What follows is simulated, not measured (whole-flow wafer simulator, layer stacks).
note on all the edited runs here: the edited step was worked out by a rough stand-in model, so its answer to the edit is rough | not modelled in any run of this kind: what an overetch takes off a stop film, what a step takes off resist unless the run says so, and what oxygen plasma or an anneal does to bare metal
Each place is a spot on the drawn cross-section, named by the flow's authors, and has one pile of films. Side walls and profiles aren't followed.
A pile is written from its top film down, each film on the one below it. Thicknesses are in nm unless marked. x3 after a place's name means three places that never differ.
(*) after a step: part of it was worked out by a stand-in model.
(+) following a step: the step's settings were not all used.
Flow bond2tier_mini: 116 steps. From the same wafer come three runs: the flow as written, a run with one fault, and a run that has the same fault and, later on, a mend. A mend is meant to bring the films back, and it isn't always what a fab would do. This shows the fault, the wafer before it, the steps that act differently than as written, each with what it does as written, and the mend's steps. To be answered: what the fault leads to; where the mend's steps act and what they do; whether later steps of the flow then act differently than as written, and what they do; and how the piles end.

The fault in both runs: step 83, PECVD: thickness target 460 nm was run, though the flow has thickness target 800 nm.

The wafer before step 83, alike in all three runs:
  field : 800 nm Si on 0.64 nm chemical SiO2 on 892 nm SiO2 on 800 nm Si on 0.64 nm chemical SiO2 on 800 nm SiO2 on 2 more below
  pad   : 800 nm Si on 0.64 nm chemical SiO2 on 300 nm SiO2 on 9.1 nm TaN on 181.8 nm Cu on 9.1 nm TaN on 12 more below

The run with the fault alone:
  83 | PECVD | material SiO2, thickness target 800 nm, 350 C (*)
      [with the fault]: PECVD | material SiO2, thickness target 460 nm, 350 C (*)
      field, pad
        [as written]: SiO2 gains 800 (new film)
        [with the fault]: SiO2 gains 460 (new film)
  Steps further on in the flow that do not act as written:
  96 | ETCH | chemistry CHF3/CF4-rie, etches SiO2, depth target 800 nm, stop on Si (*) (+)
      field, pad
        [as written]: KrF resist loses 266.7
        [with the fault]: KrF resist loses 211.5
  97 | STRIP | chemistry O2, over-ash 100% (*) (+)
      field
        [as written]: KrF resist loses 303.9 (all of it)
        [with the fault]: KrF resist loses 359.1 (all of it)
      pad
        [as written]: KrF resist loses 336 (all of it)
        [with the fault]: KrF resist loses 391.1 (all of it)
  The piles end different from the flow's at field, pad by more than 2% or 0.5 nm, whichever is larger.
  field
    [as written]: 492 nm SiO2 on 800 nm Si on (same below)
    [with the fault]: 152 nm SiO2 on 800 nm Si on (same below)
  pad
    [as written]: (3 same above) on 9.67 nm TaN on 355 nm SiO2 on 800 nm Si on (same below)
    [with the fault]: (3 same above) on 9.67 nm TaN on 15 nm SiO2 on 800 nm Si on (same below)

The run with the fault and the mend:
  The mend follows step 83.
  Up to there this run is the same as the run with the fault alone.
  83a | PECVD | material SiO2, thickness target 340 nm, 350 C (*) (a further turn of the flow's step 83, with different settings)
      field, pad
        SiO2 gains 340
  Every later step of the flow that is run acts as written at every place that is followed.
  By the end, the piles equal the flow's at every place that both follow.
